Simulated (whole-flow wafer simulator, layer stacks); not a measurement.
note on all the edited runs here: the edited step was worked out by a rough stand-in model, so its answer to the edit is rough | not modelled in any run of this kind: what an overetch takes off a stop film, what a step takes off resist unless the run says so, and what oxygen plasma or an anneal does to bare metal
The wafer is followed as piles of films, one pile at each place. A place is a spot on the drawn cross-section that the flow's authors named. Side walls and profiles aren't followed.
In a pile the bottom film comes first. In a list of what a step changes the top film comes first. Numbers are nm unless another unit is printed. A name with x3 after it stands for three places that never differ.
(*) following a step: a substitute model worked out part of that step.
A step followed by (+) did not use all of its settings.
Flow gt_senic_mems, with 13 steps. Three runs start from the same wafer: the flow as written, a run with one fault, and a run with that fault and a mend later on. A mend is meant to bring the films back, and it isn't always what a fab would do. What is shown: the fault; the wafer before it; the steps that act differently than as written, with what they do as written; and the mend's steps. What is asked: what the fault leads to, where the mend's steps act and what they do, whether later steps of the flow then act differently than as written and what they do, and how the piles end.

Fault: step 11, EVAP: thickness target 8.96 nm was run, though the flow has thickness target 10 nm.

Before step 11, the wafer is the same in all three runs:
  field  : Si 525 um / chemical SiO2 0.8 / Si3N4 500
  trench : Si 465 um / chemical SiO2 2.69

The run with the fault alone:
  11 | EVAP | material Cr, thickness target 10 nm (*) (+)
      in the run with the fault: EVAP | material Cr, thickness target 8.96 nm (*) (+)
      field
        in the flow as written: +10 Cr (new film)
        in the run with the fault: +8.96 Cr (new film)
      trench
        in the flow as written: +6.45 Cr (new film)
        in the run with the fault: +5.78 Cr (new film)
  Later steps of the flow that are run all act as written at every place that is followed.
  At field, trench, the piles at the end differ from the flow's by more than 2% or 0.5 nm, whichever is larger.
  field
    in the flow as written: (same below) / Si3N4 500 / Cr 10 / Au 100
    in the run with the fault: (same below) / Si3N4 500 / Cr 8.96 / Au 100
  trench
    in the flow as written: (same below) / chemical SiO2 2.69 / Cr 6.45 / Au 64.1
    in the run with the fault: (same below) / chemical SiO2 2.69 / Cr 5.78 / Au 64.1

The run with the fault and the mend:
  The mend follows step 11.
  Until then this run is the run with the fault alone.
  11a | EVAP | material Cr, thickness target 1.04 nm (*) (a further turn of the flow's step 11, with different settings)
      field
        +1.04 Cr
      trench
        +0.67 Cr
  Later steps of the flow that are run all act as written at every place that is followed.
  When the end is reached, the piles differ only a little from the flow's at the places that both follow, at most by 2% or 0.5 nm, whichever is larger.
